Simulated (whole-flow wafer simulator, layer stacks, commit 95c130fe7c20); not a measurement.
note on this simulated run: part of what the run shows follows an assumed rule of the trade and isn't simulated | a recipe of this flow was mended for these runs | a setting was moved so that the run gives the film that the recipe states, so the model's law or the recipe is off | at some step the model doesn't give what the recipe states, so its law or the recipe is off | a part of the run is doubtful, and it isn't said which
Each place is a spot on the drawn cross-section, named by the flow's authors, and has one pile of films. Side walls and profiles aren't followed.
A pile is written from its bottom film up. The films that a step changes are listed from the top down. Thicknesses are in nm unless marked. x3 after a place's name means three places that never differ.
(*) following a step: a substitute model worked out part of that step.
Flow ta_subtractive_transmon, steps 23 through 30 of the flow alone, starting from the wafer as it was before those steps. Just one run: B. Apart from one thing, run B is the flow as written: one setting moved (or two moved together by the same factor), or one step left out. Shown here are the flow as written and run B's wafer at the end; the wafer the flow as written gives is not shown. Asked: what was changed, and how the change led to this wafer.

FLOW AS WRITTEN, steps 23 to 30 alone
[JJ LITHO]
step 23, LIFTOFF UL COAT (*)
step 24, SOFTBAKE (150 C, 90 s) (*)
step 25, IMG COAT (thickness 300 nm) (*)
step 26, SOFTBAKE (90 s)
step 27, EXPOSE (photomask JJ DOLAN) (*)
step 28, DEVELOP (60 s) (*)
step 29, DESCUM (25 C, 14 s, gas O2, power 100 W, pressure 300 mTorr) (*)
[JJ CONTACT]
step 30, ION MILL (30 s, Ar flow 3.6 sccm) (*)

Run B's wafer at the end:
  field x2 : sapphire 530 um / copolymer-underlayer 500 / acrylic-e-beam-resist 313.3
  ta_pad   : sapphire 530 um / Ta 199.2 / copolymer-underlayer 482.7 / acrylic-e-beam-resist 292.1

The reason: step 25, IMG COAT: thickness 345 nm was run, though the flow has thickness 300 nm.

How this came from the change, step by step:
  step 25, IMG COAT (thickness 300 nm) (*)
      field x2, jj_line: acrylic-e-beam-resist gains 345 (new film) (in the flow as written it would be: acrylic-e-beam-resist gains 300 (new film))
      lead: acrylic-e-beam-resist gains 358.9 (new film) (in the flow as written it would be: acrylic-e-beam-resist gains 312.5 (new film))
      (and at 2 other places as well)
  step 28, DEVELOP (60 s) (*)
      jj_line: acrylic-e-beam-resist loses 345 (all of it), copolymer-underlayer loses 500 (all of it) (in the flow as written it would be: acrylic-e-beam-resist loses 300 (all of it), copolymer-underlayer loses 500 (all of it))
      lead: acrylic-e-beam-resist loses 358.9 (all of it), copolymer-underlayer loses 554.7 (all of it) (in the flow as written it would be: acrylic-e-beam-resist loses 312.5 (all of it), copolymer-underlayer loses 554.7 (all of it))
      (and at 1 other place as well)
